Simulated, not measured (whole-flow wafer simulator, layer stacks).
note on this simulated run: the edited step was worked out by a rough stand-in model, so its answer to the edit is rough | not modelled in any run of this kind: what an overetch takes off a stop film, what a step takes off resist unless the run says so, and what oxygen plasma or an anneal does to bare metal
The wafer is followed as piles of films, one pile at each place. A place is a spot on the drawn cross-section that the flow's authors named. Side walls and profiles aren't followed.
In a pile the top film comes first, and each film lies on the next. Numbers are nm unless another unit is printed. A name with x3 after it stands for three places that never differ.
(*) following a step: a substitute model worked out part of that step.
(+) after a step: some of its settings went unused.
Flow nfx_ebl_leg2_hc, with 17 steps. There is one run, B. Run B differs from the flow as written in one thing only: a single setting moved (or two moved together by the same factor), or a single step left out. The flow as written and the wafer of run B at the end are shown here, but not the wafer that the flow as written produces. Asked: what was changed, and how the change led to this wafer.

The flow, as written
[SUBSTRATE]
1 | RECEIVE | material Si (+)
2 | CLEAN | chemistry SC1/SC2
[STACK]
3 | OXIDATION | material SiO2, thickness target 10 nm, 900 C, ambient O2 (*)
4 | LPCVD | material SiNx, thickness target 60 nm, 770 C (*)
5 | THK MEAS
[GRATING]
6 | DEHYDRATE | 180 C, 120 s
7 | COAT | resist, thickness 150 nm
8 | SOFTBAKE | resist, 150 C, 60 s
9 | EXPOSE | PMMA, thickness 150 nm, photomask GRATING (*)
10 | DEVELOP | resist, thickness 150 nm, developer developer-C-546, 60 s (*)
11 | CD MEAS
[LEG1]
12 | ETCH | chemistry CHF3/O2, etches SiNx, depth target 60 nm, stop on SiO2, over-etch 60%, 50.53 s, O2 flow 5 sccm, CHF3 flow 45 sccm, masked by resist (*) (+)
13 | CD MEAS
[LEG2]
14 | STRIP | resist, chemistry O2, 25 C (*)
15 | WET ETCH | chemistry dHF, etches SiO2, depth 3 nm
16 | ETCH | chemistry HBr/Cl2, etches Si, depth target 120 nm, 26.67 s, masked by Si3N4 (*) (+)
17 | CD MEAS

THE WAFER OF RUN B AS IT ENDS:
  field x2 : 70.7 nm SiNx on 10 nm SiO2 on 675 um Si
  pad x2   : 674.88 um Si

What caused this: step 4, LPCVD: thickness target 82.1 nm was run, though the flow has thickness target 60 nm.

The path from the change to this, step by step:
  4 | LPCVD | material SiNx, thickness target 60 nm, 770 C (*)
      field x2, pad x2: +82.1 SiNx (new film) (in the flow as written it would be: +60 SiNx (new film))
  12 | ETCH | chemistry CHF3/O2, etches SiNx, depth target 60 nm, stop on SiO2, over-etch 60%, 50.53 s, O2 flow 5 sccm, CHF3 flow 45 sccm, masked by resist (*) (+)
      pad x2: -82.1 SiNx (all of it), -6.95 SiO2 (in the flow as written it would be: -60 SiNx (all of it), -10 SiO2 (all of it))
  14 | STRIP | resist, chemistry O2, 25 C (*)
      pad x2: nothing (in the flow as written it would be: +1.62 chemical SiO2 (new film), -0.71 Si)
  15 | WET ETCH | chemistry dHF, etches SiO2, depth 3 nm
      pad x2: -3.05 SiO2 (all of it) (in the flow as written it would be: -1.62 chemical SiO2 (all of it))
